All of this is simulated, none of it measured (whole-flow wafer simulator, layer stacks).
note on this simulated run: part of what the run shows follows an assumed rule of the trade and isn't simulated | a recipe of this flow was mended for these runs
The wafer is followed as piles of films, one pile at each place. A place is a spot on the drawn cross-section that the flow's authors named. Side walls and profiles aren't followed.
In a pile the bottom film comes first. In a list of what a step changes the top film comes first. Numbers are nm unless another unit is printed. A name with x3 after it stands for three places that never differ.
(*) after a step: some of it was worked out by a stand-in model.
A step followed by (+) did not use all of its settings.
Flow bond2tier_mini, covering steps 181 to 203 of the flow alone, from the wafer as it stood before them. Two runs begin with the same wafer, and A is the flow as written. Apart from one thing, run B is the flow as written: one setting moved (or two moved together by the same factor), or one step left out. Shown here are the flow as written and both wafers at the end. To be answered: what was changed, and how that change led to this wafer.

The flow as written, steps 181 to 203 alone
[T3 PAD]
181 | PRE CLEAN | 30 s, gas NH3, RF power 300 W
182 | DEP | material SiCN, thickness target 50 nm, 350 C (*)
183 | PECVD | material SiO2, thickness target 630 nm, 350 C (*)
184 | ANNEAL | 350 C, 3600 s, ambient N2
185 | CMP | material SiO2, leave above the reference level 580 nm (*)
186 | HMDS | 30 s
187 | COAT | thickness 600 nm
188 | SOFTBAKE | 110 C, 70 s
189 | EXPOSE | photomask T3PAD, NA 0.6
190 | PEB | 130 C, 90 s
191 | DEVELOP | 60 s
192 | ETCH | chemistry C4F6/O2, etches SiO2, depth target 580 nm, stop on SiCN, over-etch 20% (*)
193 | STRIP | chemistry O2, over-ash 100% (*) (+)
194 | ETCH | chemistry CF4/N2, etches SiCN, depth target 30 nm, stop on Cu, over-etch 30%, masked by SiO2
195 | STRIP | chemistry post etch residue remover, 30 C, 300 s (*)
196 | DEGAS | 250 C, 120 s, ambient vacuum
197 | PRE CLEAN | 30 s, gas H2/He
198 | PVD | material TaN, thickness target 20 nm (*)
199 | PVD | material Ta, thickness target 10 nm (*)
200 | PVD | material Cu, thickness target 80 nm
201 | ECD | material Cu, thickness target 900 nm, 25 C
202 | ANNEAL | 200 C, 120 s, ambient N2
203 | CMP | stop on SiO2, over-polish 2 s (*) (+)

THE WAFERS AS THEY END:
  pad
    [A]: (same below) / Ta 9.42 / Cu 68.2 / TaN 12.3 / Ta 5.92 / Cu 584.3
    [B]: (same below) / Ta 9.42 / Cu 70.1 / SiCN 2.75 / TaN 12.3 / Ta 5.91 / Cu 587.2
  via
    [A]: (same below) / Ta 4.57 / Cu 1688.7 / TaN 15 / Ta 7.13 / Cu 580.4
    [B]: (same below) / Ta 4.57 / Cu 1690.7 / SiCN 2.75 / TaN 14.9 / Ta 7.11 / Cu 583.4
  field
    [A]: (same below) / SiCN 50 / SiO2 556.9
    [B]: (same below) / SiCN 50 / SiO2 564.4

The reason: step 194, ETCH: depth target 21.3 nm was run, whereas the flow has depth target 30 nm.

Step by step, how the change led to this:
  194 | ETCH | chemistry CF4/N2, etches SiCN, depth target 30 nm, stop on Cu, over-etch 30%, masked by SiO2
      pad, via: A SiCN loses 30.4 (all of it), Cu loses 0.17 | B SiCN loses 27.7
      field: A SiO2 loses 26 | B SiO2 loses 18.5
  195 | STRIP | chemistry post etch residue remover, 30 C, 300 s (*)
      pad, via: A Cu loses 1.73 | B nothing
If metal films that touch count as one body, pad has 4 bodies (between them, from the top down: SiCN 2.75; SiO2 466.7 / Si 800 / chemical SiO2 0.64 / SiO2 300 / SiCN 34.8; SiO2 466.7 / Si 800 / chemical SiO2 0.64 / SiO2 300 / SiCN 34.8); the flow as written gives 3 bodies (between them, from the top down: SiO2 466.7 / Si 800 / chemical SiO2 0.64 / SiO2 300 / SiCN 34.8; SiO2 466.7 / Si 800 / chemical SiO2 0.64 / SiO2 300 / SiCN 34.8).
If metal films that touch count as one body, via has 2 bodies (between them, from the top down: SiCN 2.75); the flow as written gives 1 body.
